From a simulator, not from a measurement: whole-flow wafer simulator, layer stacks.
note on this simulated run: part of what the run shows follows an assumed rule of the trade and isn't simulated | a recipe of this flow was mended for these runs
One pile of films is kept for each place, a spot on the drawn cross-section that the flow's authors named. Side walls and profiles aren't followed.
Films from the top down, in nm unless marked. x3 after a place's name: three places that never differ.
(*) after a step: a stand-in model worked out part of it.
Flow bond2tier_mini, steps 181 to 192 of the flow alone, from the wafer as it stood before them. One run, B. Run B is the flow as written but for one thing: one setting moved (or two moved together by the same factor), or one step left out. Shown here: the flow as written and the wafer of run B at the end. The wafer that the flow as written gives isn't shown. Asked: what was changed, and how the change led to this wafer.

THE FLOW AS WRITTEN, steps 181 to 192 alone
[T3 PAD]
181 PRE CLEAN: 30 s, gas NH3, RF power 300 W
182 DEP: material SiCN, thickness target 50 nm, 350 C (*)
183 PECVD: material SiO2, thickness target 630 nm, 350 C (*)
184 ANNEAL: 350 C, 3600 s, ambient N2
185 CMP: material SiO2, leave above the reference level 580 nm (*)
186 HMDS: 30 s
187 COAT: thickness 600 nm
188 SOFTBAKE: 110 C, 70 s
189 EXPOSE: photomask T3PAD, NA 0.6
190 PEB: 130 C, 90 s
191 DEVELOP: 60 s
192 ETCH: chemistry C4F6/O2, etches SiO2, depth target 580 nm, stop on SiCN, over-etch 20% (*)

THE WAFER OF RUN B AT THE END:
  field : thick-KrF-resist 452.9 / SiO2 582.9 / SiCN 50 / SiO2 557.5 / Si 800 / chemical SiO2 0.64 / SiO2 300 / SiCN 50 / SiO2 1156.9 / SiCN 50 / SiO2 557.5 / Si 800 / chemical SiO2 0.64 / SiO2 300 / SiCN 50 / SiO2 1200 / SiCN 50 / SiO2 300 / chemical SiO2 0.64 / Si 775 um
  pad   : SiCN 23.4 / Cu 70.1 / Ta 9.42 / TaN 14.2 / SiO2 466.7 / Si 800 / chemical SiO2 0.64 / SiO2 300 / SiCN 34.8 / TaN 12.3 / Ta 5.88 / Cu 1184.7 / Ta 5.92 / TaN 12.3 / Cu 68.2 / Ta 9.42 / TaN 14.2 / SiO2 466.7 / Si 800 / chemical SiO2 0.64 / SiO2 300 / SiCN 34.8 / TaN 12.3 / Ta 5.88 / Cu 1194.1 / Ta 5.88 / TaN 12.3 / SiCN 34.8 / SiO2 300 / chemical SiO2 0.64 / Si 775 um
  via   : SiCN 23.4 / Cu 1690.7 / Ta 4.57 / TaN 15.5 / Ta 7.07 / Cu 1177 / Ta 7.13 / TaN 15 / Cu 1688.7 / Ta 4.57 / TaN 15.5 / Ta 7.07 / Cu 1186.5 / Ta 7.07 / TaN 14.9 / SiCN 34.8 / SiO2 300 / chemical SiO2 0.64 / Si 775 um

The cause: step 192, ETCH: depth target 615 nm was run, where the flow has depth target 580 nm.

How the change led to this, step by step:
  192 ETCH: chemistry C4F6/O2, etches SiO2, depth target 580 nm, stop on SiCN, over-etch 20% (*)
      pad, via: SiO2 -580 (all of it), SiCN -26.6 (as written it would be: SiO2 -580 (all of it), SiCN -19.6)
      field: thick-KrF-resist -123 (as written it would be: thick-KrF-resist -116)
